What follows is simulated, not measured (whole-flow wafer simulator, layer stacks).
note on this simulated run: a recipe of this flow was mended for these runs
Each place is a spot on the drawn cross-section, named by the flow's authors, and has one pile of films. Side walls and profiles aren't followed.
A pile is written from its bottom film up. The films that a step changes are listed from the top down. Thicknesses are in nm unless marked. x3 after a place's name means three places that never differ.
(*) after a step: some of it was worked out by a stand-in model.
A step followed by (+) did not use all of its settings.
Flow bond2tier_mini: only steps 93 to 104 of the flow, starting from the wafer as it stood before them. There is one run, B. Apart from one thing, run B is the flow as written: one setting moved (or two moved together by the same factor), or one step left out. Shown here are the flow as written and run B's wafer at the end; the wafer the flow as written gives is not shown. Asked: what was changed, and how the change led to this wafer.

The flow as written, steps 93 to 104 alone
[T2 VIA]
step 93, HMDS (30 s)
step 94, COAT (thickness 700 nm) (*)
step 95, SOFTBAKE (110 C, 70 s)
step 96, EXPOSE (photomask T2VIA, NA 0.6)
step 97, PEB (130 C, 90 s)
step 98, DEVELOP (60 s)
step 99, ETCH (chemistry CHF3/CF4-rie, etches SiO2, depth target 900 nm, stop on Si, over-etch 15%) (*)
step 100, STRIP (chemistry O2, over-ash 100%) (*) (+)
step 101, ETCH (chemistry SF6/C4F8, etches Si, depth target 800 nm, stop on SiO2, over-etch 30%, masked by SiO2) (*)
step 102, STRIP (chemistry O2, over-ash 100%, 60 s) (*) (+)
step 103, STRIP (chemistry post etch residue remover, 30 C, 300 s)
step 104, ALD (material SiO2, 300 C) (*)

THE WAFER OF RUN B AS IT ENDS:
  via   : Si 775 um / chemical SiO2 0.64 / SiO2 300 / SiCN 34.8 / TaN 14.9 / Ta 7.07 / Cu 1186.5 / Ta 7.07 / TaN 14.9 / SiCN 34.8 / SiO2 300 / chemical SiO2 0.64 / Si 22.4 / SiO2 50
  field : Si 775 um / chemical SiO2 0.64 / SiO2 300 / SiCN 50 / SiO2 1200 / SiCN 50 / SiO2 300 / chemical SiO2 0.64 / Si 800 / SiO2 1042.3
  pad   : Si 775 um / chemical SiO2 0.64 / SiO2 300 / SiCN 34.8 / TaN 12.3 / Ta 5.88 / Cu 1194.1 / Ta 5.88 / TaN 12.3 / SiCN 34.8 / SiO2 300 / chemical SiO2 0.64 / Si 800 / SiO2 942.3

Cause: step 101, ETCH: depth target 589.5 nm was run, though the flow has depth target 800 nm.

The path from the change to this, step by step:
  step 101, ETCH (chemistry SF6/C4F8, etches Si, depth target 800 nm, stop on SiO2, over-etch 30%, masked by SiO2) (*)
      via: -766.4 Si (as written it would have been: -788.8 Si (all of it), -0.64 chemical SiO2 (all of it), -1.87 SiO2)
      field, pad: -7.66 SiO2 (as written it would have been: -10.3 SiO2)
  step 104, ALD (material SiO2, 300 C) (*)
      via: +50 SiO2 (new film) (as written it would have been: +50 SiO2)
